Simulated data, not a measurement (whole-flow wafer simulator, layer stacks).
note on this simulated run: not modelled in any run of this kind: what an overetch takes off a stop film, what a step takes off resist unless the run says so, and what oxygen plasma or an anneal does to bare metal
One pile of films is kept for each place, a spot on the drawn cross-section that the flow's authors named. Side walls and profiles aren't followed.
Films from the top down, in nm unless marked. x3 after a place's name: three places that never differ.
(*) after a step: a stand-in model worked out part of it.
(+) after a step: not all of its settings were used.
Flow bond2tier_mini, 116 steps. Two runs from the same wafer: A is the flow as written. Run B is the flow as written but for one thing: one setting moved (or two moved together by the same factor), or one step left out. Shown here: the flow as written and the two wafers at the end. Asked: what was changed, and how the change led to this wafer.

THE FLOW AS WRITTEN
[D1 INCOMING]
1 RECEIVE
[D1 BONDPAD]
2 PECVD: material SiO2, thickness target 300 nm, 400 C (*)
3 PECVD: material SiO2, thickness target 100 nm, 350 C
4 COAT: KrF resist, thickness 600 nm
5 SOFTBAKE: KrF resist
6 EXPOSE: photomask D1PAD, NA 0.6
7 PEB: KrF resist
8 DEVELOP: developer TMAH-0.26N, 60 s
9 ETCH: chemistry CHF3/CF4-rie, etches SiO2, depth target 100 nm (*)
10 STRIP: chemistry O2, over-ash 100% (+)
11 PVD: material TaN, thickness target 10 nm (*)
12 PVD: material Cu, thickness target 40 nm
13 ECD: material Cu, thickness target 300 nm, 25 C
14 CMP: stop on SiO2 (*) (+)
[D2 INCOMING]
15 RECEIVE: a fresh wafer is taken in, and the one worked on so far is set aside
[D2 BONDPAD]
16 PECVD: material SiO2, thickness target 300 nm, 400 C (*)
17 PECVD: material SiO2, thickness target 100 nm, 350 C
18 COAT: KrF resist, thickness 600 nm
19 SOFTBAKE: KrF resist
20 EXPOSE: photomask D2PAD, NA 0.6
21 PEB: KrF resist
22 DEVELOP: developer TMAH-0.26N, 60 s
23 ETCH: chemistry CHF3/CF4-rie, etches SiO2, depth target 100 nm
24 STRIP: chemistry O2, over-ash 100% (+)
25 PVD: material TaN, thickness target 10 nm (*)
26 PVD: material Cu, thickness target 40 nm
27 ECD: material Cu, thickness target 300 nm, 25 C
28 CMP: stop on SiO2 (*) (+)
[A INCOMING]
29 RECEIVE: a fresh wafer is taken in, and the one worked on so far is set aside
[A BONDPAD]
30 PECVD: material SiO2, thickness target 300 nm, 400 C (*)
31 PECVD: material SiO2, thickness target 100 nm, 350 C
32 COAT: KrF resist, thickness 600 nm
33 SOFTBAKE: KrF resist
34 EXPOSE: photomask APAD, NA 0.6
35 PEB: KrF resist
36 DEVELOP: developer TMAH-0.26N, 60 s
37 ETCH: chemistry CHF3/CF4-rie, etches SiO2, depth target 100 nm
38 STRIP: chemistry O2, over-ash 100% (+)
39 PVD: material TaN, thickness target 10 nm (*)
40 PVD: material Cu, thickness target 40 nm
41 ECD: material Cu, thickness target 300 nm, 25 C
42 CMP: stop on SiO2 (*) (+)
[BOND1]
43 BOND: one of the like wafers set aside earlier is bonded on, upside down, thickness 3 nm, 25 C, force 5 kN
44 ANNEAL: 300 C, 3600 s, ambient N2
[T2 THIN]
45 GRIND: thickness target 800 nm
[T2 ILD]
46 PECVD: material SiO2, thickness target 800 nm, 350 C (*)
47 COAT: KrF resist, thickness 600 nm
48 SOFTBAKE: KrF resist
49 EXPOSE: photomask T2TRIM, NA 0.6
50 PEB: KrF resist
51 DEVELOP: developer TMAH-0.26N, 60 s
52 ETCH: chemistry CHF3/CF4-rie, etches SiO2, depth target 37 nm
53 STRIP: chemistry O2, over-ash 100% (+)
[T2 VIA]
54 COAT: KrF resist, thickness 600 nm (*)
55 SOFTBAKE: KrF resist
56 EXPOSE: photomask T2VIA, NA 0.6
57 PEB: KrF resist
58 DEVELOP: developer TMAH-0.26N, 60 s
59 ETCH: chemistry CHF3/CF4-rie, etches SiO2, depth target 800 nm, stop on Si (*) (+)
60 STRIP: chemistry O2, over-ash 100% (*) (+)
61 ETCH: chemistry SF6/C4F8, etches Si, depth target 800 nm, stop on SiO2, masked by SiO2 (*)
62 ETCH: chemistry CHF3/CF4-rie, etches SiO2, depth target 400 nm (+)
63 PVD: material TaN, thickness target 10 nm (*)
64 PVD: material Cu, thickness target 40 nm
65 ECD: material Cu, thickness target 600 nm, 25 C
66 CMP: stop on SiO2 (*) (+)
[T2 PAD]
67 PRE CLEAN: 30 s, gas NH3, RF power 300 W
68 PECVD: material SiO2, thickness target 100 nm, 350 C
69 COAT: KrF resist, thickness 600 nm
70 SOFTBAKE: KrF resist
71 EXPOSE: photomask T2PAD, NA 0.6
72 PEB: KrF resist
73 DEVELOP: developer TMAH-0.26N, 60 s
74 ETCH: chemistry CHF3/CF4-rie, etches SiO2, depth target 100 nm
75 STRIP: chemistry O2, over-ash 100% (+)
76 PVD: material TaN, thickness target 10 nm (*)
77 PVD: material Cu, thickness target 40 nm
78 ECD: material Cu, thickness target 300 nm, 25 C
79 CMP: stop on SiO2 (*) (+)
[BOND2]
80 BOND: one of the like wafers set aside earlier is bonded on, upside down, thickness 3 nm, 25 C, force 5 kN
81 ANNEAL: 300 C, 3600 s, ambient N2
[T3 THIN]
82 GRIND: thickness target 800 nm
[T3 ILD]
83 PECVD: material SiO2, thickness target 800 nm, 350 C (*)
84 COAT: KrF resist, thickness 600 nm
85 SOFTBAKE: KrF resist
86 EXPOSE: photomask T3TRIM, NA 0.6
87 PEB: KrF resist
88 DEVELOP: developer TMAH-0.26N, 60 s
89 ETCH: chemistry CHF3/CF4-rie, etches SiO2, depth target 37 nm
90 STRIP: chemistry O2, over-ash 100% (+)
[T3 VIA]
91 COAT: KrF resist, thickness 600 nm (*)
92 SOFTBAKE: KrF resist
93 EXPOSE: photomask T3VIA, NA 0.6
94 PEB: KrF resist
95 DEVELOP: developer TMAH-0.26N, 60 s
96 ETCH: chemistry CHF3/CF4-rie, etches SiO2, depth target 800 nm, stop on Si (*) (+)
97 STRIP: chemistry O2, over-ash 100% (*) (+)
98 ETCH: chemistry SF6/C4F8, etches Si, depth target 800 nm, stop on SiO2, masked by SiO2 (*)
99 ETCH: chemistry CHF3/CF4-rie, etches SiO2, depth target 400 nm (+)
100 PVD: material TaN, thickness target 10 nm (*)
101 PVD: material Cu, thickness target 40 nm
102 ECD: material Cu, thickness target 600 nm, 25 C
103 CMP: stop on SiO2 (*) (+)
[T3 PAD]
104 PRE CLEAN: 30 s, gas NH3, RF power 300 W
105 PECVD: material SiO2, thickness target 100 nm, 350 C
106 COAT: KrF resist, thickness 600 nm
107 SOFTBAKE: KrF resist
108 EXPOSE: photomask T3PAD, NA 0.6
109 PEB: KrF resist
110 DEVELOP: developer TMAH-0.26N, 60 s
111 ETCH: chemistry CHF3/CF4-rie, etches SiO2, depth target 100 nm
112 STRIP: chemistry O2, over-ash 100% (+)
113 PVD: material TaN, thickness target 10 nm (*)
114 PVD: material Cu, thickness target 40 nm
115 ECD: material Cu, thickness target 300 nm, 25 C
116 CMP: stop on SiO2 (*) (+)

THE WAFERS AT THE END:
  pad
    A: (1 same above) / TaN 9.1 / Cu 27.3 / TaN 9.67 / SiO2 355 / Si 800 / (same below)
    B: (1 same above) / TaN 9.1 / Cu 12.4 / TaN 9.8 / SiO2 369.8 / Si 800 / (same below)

The cause: step 89, ETCH: depth target 22.2 nm was run, where the flow has depth target 37 nm.

How the change led to this, step by step:
  89 ETCH: chemistry CHF3/CF4-rie, etches SiO2, depth target 37 nm
      field: A KrF resist -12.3 | B KrF resist -7.4
      pad: A SiO2 -37 | B SiO2 -22.2
  97 STRIP: chemistry O2, over-ash 100% (*) (+)
      field: A KrF resist -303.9 (all of it) | B KrF resist -310.2 (all of it)
  102 ECD: material Cu, thickness target 600 nm, 25 C
      pad: A Cu +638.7 | B Cu +623.2
